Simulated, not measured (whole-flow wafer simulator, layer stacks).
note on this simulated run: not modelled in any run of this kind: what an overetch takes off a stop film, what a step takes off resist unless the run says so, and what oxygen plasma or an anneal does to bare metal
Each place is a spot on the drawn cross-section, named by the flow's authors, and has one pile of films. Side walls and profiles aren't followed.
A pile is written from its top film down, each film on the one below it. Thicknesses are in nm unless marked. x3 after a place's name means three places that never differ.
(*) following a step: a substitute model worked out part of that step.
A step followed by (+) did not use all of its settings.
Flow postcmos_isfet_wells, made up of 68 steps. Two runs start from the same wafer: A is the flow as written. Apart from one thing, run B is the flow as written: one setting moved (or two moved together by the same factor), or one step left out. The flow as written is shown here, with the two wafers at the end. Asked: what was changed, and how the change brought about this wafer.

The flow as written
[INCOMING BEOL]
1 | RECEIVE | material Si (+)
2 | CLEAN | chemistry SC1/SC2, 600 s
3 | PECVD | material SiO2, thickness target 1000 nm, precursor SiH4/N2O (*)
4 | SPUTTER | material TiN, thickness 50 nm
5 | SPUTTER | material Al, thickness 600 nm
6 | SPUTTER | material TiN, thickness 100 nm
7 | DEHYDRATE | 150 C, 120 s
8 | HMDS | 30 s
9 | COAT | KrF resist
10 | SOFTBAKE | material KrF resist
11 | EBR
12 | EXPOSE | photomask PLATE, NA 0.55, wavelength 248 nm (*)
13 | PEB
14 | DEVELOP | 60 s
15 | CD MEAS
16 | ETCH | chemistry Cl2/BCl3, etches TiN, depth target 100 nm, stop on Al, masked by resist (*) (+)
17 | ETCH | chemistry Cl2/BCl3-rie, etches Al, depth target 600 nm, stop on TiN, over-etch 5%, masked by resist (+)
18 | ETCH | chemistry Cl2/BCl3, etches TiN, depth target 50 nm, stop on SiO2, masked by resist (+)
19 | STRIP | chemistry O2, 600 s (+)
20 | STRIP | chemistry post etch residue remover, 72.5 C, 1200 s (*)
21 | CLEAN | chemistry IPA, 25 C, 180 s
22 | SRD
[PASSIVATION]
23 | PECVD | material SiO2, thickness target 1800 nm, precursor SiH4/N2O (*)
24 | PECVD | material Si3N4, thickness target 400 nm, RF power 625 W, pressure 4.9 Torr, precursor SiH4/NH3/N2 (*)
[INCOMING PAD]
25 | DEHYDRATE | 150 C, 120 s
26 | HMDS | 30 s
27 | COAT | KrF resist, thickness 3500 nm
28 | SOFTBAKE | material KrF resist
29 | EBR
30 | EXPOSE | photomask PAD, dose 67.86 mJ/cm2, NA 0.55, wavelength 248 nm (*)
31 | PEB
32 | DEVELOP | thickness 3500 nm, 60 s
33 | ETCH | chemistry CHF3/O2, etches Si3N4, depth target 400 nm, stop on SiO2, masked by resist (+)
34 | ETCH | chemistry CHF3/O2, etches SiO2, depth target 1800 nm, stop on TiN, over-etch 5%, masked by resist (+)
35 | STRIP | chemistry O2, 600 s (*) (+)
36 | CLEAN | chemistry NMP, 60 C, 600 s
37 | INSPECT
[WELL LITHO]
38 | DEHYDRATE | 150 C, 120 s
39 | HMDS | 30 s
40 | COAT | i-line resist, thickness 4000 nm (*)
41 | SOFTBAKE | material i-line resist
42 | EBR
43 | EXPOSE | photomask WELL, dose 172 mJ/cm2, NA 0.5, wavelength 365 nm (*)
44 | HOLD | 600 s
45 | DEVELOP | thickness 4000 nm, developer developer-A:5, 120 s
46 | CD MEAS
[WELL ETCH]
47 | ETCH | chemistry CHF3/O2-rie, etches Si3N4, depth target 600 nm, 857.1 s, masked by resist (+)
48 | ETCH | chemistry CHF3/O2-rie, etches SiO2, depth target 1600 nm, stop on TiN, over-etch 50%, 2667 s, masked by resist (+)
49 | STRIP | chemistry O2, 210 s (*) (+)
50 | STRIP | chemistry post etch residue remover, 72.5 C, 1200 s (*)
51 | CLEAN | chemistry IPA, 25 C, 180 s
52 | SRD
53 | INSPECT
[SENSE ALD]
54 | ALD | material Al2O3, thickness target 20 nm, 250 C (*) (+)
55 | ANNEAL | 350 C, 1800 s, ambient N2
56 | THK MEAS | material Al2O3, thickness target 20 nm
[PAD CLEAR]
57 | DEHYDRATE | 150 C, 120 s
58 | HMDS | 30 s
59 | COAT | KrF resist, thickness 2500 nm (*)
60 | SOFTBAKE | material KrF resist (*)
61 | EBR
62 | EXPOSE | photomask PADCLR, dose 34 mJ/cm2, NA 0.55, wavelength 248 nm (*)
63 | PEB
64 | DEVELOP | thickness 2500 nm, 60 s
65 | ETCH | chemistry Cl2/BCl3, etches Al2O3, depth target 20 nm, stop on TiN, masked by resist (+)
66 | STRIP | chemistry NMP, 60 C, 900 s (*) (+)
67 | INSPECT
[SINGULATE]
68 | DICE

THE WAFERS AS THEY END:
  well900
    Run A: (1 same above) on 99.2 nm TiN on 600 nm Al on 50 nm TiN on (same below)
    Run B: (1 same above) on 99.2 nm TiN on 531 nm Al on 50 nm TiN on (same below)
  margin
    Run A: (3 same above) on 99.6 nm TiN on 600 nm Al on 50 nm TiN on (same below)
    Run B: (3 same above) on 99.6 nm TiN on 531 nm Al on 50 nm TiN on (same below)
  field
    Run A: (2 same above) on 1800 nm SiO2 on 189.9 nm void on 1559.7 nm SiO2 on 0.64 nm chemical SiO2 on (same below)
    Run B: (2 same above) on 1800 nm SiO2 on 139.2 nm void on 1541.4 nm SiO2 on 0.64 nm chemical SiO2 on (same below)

What caused this: step 5, SPUTTER: thickness 531 nm was run, though the flow has thickness 600 nm; step 17, ETCH: depth target 531 nm was run, where the flow has depth target 600 nm.
The wafer itself shows it: well900 has Al 531, and step 5 as written asks for 600 nm.

How this came from the change, step by step:
  5 | SPUTTER | material Al, thickness 600 nm
      field, margin, well900, well1300 x3, pad_rim, pad_clr, pad_open: A +600 Al (new film) | B +531 Al (new film)
  17 | ETCH | chemistry Cl2/BCl3-rie, etches Al, depth target 600 nm, stop on TiN, over-etch 5%, masked by resist (+)
      margin, well900, well1300 x3, pad_rim, pad_clr, pad_open: A -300 KrF resist | B -265.5 KrF resist
      field: A -600 Al (all of it) | B -531 Al (all of it)
  19 | STRIP | chemistry O2, 600 s (+)
      margin, well900, well1300 x3, pad_rim, pad_clr, pad_open: A -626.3 KrF resist (all of it) | B -660.8 KrF resist (all of it)
  23 | PECVD | material SiO2, thickness target 1800 nm, precursor SiH4/N2O (*)
      field: A +1800 SiO2 (new film), +189.9 void (new film), +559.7 SiO2 | B +1800 SiO2 (new film), +139.2 void (new film), +541.4 SiO2
